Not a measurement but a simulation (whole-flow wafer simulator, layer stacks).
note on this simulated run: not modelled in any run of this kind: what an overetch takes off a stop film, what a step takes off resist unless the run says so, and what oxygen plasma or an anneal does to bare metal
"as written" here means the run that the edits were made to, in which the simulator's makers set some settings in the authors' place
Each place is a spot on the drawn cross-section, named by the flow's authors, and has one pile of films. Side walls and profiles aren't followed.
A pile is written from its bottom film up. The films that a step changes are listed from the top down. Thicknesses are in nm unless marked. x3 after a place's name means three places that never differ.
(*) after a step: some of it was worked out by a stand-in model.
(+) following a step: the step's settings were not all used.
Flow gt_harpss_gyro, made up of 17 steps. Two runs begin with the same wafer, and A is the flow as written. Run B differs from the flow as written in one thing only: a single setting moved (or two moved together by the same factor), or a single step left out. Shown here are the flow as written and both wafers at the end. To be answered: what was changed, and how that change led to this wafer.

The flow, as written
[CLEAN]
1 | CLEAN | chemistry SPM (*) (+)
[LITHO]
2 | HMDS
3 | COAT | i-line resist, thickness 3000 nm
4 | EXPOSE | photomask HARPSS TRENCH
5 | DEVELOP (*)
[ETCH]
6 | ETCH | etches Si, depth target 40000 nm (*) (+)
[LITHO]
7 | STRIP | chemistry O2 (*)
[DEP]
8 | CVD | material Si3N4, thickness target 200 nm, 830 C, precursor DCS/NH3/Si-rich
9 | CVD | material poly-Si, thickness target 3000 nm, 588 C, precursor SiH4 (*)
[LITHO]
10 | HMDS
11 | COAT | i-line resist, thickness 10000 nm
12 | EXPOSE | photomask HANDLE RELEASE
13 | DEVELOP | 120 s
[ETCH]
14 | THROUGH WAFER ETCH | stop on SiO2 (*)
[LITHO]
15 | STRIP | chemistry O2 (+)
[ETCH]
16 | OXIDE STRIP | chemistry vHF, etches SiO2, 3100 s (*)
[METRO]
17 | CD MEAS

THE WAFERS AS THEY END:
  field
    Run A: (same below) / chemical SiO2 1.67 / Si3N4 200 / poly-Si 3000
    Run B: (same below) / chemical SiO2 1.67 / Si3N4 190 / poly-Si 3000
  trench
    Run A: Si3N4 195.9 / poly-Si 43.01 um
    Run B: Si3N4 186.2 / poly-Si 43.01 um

What caused this: step 8, CVD: thickness target 190 nm was run, though the flow has thickness target 200 nm.
The wafer itself shows it: field has Si3N4 190, and step 8 as written asks for 200 nm.

Step by step, how the change led to this:
  8 | CVD | material Si3N4, thickness target 200 nm, 830 C, precursor DCS/NH3/Si-rich
      field: A Si3N4 gains 200 (new film) | B Si3N4 gains 190 (new film)
      trench: A Si3N4 gains 195.9 (new film) | B Si3N4 gains 186.2 (new film)
